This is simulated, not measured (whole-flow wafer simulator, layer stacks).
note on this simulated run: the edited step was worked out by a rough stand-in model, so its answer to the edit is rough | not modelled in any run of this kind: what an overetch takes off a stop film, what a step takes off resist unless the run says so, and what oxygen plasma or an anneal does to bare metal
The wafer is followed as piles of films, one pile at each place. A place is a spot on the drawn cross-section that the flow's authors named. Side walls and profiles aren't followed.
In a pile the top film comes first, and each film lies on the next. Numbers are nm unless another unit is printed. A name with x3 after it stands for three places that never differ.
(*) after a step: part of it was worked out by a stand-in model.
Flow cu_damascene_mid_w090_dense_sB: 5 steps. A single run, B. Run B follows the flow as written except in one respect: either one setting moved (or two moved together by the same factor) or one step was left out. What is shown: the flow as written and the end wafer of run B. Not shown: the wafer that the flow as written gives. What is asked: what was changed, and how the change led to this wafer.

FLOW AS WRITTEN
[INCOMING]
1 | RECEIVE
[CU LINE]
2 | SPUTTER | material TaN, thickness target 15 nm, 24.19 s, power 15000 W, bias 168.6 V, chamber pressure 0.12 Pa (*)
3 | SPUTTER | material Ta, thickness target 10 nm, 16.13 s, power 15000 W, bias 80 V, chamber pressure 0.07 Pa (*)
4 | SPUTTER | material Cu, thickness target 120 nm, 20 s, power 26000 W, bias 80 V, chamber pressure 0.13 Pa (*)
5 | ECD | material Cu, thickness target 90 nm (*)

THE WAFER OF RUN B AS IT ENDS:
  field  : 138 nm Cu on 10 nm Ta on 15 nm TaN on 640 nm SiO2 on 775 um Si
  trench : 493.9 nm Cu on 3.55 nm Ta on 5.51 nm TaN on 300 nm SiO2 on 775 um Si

Cause: step 4, SPUTTER: thickness target 48 nm was run, while the flow as written has thickness target 120 nm; step 4, SPUTTER: 8 s was run, where the flow has 20 s.

The path from the change to this, step by step:
  4 | SPUTTER | material Cu, thickness target 120 nm, 20 s, power 26000 W, bias 80 V, chamber pressure 0.13 Pa (*)
      field: +48 Cu (new film) (as written it would have been: +120 Cu (new film))
      trench: +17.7 Cu (new film) (as written it would have been: +44.3 Cu (new film))
  5 | ECD | material Cu, thickness target 90 nm (*)
      trench: +476.2 Cu (as written it would have been: +521.6 Cu)
